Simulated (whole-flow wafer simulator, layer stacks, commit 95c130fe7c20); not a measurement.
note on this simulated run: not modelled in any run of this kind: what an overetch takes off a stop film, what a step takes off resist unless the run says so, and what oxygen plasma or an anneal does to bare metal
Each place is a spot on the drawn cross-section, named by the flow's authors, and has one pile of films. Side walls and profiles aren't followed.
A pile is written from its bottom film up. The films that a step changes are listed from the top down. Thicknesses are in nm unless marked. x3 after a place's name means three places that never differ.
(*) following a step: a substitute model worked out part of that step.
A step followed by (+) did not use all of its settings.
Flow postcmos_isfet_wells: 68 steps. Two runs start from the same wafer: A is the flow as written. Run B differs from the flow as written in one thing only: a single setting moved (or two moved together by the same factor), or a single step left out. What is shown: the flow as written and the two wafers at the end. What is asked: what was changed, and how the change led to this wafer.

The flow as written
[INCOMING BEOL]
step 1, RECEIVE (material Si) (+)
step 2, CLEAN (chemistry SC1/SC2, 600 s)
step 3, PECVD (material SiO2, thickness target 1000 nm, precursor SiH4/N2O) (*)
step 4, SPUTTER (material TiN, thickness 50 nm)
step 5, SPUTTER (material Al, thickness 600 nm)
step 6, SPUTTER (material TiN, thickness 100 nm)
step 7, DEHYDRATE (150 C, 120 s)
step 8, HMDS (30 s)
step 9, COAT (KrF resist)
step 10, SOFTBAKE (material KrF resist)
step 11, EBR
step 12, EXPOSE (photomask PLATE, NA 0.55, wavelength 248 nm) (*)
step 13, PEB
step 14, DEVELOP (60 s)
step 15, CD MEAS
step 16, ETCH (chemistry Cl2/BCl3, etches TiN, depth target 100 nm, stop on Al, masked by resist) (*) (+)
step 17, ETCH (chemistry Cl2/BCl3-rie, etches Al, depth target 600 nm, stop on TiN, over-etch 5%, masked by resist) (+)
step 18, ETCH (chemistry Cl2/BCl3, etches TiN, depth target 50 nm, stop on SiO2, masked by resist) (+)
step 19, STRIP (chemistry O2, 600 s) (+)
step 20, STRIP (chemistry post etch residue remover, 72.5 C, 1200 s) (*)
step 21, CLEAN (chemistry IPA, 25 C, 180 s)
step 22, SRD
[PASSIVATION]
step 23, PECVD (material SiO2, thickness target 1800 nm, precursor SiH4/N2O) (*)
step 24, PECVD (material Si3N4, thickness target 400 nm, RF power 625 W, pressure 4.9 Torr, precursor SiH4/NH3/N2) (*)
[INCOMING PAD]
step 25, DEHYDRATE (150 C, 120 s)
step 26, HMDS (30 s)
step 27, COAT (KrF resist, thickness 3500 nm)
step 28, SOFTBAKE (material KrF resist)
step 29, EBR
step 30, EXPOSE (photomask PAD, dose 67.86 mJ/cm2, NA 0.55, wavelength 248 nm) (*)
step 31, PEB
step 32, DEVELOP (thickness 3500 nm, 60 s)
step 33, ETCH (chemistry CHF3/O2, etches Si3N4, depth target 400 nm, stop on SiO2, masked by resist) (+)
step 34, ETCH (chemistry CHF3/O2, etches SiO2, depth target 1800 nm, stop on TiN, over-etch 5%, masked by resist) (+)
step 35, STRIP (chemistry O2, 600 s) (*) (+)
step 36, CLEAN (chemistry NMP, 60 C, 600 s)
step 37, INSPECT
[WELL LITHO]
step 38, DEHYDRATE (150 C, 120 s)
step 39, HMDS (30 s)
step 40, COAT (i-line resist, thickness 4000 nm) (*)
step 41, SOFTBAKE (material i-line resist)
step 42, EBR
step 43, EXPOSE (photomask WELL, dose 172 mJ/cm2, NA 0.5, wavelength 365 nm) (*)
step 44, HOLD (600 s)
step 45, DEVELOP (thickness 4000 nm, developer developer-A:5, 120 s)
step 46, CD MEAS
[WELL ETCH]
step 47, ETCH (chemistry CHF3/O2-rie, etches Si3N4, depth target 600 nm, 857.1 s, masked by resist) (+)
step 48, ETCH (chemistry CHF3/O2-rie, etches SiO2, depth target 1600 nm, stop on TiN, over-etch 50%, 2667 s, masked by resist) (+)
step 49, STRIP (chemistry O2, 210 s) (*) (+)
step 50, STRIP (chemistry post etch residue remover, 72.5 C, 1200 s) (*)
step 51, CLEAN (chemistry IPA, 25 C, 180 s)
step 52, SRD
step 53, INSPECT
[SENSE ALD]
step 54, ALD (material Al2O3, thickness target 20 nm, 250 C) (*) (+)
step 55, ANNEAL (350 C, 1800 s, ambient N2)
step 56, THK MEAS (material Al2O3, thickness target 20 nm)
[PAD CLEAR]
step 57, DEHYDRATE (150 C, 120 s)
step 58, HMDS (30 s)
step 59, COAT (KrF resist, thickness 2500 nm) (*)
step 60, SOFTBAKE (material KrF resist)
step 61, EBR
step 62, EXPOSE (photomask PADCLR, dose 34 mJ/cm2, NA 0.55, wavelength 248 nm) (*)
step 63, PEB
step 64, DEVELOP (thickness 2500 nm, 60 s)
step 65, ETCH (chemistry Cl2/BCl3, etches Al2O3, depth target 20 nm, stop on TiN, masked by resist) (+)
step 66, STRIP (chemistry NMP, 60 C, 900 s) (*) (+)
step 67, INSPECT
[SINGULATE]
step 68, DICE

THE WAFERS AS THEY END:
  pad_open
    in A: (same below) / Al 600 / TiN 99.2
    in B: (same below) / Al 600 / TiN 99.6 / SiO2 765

Cause: step 34, ETCH: depth target 1035 nm was run, whereas the flow has depth target 1800 nm.

How this came from the change, step by step:
  step 34, ETCH (chemistry CHF3/O2, etches SiO2, depth target 1800 nm, stop on TiN, over-etch 5%, masked by resist) (+)
      pad_open: A SiO2 loses 1800 (all of it) | B SiO2 loses 1035
      field, margin, well900, well1300 x3, pad_rim, pad_clr: A KrF resist loses 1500 | B KrF resist loses 862.5
  step 35, STRIP (chemistry O2, 600 s) (*) (+)
      field, margin, well900, well1300 x3, pad_rim, pad_clr: A KrF resist loses 1613.3 (all of it) | B KrF resist loses 2250.8 (all of it)
  step 40, COAT (i-line resist, thickness 4000 nm) (*)
      pad_clr: A i-line resist gains 3256.8 (new film) | B i-line resist gains 3500.9 (new film)
      pad_open: A i-line resist gains 4804.7 (new film) | B i-line resist gains 4528.6 (new film)
  step 41, SOFTBAKE (material i-line resist)
      pad_clr: A i-line resist loses 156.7 | B i-line resist loses 85.7
      pad_open: A i-line resist gains 115.3 | B i-line resist gains 79.1
  step 49, STRIP (chemistry O2, 210 s) (*) (+)
      pad_clr: A i-line resist loses 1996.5 (all of it) | B i-line resist loses 2311.6 (all of it)
      pad_open: A i-line resist loses 3816.3 (all of it) | B i-line resist loses 3504.1 (all of it)
  step 59, COAT (KrF resist, thickness 2500 nm) (*)
      pad_rim: A KrF resist gains 1976.4 (new film) | B KrF resist gains 2154.1 (new film)
      pad_clr: A KrF resist gains 1691.6 (new film) | B KrF resist gains 1955.8 (new film)
      (as well as at 1 more place)
  step 60, SOFTBAKE (material KrF resist)
      pad_clr: A KrF resist loses 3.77 | B KrF resist loses 2.8
  step 63, PEB
      pad_rim: A KrF resist loses 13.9 | B KrF resist loses 15.2
      pad_clr: A KrF resist loses 11.8 | B KrF resist loses 13.7
      (as well as at 1 more place)
  step 64, DEVELOP (thickness 2500 nm, 60 s)
      pad_clr: A KrF resist loses 1676 (all of it) | B KrF resist loses 1939.3 (all of it)
      pad_open: A KrF resist loses 3045.1 (all of it) | B KrF resist loses 2850.6 (all of it)
  step 66, STRIP (chemistry NMP, 60 C, 900 s) (*) (+)
      pad_rim: A KrF resist loses 1923.7 (all of it) | B KrF resist loses 2099.8 (all of it)
